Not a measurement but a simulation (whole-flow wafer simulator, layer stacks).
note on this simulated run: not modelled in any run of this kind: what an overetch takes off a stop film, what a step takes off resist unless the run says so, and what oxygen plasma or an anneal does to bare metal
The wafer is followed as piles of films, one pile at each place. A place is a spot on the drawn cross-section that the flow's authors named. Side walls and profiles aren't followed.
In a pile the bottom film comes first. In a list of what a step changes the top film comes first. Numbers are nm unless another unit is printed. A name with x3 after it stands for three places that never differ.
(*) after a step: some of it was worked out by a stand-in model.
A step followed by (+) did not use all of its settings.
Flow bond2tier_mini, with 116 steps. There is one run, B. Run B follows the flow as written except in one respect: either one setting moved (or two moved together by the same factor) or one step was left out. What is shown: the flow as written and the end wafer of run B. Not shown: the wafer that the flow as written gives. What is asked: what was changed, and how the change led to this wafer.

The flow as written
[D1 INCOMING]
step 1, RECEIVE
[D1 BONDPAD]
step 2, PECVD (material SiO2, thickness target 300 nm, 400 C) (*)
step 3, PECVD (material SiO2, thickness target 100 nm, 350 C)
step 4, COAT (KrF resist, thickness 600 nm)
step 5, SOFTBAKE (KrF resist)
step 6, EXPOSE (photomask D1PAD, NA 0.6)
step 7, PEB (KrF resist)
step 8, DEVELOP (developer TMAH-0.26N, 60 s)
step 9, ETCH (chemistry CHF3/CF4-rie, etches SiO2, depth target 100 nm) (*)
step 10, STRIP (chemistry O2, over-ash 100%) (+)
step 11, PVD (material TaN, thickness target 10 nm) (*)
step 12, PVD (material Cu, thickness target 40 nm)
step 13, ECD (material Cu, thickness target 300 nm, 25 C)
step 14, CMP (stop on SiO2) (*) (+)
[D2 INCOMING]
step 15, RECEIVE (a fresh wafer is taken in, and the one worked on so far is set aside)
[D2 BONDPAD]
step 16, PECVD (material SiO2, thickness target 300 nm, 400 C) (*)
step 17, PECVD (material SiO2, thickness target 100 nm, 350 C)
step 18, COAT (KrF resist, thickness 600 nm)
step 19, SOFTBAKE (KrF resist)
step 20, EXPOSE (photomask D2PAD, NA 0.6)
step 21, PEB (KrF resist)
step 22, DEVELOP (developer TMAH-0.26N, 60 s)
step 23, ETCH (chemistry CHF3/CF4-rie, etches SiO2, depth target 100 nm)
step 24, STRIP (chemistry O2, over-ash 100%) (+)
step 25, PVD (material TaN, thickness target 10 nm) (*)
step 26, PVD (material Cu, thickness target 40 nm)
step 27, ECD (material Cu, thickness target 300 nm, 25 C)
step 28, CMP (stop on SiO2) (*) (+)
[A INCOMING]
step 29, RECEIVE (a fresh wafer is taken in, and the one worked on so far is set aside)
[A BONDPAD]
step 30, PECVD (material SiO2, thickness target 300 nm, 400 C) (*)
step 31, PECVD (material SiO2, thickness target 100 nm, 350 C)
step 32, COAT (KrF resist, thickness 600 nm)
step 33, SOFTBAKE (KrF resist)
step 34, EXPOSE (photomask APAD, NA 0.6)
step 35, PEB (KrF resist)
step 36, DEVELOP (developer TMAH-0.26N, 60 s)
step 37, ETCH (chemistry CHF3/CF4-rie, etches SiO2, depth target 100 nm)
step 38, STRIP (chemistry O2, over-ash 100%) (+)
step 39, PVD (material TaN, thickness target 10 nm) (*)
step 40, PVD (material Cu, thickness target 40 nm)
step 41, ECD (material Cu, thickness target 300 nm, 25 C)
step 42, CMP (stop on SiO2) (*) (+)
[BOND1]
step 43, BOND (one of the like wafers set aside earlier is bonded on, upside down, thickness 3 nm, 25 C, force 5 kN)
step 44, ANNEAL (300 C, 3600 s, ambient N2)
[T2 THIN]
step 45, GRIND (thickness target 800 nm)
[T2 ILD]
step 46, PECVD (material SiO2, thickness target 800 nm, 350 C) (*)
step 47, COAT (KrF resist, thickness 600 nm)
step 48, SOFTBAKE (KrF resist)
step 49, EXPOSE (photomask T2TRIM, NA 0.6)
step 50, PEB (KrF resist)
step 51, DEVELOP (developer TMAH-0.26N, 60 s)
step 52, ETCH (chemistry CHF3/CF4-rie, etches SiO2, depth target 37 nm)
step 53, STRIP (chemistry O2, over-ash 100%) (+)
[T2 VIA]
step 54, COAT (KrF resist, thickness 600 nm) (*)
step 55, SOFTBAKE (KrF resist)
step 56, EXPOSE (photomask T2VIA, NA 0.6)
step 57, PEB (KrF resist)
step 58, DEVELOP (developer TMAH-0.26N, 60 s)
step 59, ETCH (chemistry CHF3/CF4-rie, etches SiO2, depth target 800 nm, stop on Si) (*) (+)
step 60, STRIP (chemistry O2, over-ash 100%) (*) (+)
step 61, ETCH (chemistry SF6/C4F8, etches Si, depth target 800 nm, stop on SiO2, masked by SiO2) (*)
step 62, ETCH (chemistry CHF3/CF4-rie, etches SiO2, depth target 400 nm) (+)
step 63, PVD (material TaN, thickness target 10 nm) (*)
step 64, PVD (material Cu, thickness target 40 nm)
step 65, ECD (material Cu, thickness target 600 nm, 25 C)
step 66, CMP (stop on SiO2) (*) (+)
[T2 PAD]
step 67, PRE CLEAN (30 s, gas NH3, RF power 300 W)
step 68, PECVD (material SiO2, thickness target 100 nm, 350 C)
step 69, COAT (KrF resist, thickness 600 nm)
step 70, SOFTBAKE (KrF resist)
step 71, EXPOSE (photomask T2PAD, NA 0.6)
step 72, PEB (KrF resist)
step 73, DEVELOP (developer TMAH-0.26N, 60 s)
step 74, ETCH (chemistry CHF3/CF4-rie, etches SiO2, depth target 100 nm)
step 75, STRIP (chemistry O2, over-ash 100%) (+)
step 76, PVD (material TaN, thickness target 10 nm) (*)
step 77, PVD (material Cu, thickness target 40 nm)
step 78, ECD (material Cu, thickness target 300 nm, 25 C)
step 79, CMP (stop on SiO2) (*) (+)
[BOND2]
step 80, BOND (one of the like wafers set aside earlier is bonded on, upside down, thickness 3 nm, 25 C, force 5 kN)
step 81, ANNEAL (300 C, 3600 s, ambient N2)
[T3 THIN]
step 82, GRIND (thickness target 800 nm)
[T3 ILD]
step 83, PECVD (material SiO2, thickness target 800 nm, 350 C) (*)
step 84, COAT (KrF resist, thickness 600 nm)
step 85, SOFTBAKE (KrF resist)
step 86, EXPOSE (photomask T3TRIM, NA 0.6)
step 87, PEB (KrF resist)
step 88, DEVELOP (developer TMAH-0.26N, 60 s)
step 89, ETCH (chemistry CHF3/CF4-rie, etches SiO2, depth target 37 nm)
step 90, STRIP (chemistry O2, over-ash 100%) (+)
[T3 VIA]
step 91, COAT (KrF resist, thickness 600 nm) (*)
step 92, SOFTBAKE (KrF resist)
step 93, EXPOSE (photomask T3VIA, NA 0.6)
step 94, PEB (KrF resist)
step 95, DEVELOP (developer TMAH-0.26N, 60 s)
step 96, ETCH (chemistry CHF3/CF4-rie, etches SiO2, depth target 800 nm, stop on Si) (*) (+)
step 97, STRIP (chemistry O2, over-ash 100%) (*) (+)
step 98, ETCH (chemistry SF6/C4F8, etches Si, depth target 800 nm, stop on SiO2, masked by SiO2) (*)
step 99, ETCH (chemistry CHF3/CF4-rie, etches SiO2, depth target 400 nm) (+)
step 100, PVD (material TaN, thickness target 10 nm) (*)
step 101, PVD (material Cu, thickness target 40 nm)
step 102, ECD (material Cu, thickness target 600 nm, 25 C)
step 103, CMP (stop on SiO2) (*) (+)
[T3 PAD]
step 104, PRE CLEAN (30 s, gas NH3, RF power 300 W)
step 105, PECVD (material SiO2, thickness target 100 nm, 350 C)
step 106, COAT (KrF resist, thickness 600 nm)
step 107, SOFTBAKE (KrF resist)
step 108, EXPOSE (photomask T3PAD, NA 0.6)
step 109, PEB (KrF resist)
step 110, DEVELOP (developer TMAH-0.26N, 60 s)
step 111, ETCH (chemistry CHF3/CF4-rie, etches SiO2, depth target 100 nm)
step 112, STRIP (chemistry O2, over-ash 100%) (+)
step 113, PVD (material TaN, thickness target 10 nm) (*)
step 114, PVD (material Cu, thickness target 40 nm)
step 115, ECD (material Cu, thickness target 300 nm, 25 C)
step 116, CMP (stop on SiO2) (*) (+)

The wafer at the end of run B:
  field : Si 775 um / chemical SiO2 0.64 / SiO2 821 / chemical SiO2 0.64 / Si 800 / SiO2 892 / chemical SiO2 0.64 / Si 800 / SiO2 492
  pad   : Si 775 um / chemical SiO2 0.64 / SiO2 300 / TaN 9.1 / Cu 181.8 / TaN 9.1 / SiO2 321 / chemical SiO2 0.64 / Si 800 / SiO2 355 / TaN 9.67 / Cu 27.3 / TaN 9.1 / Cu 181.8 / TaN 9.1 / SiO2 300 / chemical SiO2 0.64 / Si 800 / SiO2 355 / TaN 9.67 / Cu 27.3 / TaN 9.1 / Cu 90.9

What caused this: step 3, PECVD: thickness target 121 nm was run, whereas the flow has thickness target 100 nm.

How this came from the change, step by step:
  step 3, PECVD (material SiO2, thickness target 100 nm, 350 C)
      field, pad, via: +121 SiO2 (it would be, as written: +100 SiO2)
  step 43, BOND (one of the like wafers set aside earlier is bonded on, upside down, thickness 3 nm, 25 C, force 5 kN)
      field: +775 um Si (new film), +0.64 chemical SiO2 (new film), +421 SiO2 (it would be, as written: +775 um Si (new film), +0.64 chemical SiO2 (new film), +400 SiO2)
      pad: +775 um Si (new film), +0.64 chemical SiO2 (new film), +321 SiO2 (new film), +9.1 TaN (new film), +90.9 Cu (it would be, as written: +775 um Si (new film), +0.64 chemical SiO2 (new film), +300 SiO2 (new film), +9.1 TaN (new film), +90.9 Cu)
      (and at 1 other place as well)
